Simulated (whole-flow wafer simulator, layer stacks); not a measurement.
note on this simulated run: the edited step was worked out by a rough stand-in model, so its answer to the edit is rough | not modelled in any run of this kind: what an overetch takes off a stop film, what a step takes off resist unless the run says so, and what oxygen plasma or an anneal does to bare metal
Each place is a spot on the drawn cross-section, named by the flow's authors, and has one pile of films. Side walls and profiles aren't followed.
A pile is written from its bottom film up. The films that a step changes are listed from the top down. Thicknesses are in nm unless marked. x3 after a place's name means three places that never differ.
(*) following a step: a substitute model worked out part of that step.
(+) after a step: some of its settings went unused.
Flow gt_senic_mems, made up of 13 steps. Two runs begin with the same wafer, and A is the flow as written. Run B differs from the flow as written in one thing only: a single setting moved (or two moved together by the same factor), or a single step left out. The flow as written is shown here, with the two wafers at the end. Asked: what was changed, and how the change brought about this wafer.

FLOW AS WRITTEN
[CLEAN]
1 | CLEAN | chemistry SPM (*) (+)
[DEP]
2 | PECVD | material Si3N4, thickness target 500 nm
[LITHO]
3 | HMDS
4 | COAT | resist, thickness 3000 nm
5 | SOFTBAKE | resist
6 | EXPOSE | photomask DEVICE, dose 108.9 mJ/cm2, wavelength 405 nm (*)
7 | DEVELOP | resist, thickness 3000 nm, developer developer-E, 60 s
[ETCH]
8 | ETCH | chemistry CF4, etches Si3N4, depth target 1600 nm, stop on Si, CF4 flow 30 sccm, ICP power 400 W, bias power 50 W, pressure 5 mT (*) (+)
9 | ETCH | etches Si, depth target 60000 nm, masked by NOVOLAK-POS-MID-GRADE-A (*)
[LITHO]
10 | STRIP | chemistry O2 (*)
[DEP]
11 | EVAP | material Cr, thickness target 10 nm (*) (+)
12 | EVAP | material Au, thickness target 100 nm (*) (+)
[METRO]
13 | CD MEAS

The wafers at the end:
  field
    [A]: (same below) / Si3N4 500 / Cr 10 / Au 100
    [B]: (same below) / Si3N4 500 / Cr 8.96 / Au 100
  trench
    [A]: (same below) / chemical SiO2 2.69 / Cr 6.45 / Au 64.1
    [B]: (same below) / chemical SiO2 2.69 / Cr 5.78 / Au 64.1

What caused this: step 11, EVAP: thickness target 8.96 nm was run, though the flow has thickness target 10 nm.
One can read it off the wafer: field has Cr 8.96, and step 11 as written asks for 10 nm.

The path from the change to this, step by step:
  11 | EVAP | material Cr, thickness target 10 nm (*) (+)
      field: A Cr gains 10 (new film) | B Cr gains 8.96 (new film)
      trench: A Cr gains 6.45 (new film) | B Cr gains 5.78 (new film)
